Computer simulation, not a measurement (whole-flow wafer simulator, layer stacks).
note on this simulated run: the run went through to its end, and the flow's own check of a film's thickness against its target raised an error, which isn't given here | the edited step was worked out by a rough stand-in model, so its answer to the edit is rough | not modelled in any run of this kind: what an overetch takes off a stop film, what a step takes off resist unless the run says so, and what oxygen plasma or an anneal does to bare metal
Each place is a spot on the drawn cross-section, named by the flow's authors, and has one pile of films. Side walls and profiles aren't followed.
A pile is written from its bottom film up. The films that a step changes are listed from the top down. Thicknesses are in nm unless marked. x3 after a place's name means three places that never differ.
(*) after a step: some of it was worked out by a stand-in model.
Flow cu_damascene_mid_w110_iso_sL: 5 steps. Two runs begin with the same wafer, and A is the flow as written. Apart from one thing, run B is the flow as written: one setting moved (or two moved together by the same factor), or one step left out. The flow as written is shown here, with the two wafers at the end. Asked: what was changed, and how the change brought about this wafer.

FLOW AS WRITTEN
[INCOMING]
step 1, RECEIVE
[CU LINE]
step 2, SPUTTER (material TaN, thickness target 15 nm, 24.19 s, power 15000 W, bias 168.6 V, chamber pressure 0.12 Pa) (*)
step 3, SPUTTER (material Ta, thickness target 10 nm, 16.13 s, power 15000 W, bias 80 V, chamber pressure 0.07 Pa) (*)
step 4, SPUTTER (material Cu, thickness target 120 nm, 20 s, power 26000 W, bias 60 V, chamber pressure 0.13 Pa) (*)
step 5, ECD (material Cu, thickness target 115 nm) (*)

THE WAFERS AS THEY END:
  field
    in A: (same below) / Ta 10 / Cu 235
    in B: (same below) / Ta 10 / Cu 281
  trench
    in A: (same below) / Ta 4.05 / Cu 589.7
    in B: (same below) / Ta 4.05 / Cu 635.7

What caused this: step 5, ECD: thickness target 161 nm was run, whereas the flow has thickness target 115 nm.

The path from the change to this, step by step:
  step 5, ECD (material Cu, thickness target 115 nm) (*)
      field: A Cu gains 115 | B Cu gains 161
      trench: A Cu gains 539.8 | B Cu gains 585.8
